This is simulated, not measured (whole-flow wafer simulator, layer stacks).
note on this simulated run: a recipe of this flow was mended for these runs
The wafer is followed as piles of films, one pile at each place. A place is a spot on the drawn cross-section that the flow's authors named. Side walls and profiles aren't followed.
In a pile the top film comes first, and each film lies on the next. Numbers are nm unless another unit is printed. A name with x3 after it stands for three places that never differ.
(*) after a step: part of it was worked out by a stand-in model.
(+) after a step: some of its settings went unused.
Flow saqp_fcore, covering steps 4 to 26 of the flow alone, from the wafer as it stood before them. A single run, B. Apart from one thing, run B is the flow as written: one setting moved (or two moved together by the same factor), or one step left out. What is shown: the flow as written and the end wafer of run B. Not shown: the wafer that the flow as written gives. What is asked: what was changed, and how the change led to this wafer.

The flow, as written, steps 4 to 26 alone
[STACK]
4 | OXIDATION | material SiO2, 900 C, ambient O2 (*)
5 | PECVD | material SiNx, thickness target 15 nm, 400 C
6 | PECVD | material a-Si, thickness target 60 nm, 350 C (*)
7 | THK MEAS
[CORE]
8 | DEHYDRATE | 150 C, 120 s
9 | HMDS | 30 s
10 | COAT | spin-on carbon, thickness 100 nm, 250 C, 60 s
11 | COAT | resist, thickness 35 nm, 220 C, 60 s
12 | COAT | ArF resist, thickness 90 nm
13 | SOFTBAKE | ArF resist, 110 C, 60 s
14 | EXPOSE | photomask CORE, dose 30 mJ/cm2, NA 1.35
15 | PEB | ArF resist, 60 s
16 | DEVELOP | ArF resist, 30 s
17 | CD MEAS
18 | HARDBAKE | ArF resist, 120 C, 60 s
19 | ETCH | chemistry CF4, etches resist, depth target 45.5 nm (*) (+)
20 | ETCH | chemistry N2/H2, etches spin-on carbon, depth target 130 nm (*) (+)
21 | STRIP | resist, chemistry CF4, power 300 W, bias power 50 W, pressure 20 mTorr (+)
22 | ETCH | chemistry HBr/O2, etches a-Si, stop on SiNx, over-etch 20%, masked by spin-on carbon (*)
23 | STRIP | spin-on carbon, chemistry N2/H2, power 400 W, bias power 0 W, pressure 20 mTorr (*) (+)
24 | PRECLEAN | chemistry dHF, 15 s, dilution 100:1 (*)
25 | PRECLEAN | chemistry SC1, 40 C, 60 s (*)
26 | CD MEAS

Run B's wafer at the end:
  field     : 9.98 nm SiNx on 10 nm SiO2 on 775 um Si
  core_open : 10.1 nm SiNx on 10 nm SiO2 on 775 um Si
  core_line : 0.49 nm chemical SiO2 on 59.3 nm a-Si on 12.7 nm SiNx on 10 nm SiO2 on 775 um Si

The reason: step 5, PECVD: thickness target 12.7 nm was run, whereas the flow has thickness target 15 nm.
One can read it off the wafer: core_line has SiNx 12.7, and step 5 as written asks for 15 nm.

Step by step, how the change led to this:
  5 | PECVD | material SiNx, thickness target 15 nm, 400 C
      field, core_open, core_line: SiNx gains 12.7 (new film) (in the flow as written it would be: SiNx gains 15 (new film))
